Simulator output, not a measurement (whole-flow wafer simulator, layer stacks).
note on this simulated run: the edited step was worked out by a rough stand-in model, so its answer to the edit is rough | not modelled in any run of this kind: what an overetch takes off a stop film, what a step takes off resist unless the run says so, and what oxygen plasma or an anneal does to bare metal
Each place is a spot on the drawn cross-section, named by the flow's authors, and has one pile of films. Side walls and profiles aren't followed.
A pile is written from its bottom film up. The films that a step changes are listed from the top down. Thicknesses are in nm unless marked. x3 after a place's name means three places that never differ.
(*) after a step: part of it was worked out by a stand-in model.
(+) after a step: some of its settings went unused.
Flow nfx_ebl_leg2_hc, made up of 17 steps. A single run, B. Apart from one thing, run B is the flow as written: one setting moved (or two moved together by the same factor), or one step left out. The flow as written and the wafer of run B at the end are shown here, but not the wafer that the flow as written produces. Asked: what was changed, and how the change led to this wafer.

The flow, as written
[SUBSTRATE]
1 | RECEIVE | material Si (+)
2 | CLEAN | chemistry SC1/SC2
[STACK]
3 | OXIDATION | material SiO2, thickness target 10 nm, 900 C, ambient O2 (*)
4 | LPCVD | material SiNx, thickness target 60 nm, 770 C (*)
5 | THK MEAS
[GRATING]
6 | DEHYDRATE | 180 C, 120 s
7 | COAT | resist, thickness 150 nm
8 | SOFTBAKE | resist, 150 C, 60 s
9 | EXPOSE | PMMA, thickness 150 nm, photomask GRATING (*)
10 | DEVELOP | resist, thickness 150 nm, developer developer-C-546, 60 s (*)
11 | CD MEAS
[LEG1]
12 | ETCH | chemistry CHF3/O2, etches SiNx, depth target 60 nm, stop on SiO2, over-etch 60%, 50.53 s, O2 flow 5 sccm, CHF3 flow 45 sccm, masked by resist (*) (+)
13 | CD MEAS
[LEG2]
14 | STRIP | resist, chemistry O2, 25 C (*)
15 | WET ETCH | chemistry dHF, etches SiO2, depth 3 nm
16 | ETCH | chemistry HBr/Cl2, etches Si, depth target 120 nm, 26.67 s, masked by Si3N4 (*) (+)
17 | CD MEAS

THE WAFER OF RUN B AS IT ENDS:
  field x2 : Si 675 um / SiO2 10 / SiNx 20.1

What caused this: step 4, LPCVD: thickness target 31.5 nm was run, whereas the flow has thickness target 60 nm.

The path from the change to this, step by step:
  4 | LPCVD | material SiNx, thickness target 60 nm, 770 C (*)
      field x2, pad x2: +31.5 SiNx (new film) (it would be, as written: +60 SiNx (new film))
  12 | ETCH | chemistry CHF3/O2, etches SiNx, depth target 60 nm, stop on SiO2, over-etch 60%, 50.53 s, O2 flow 5 sccm, CHF3 flow 45 sccm, masked by resist (*) (+)
      pad x2: -31.5 SiNx (all of it), -10 SiO2 (all of it) (it would be, as written: -60 SiNx (all of it), -10 SiO2 (all of it))
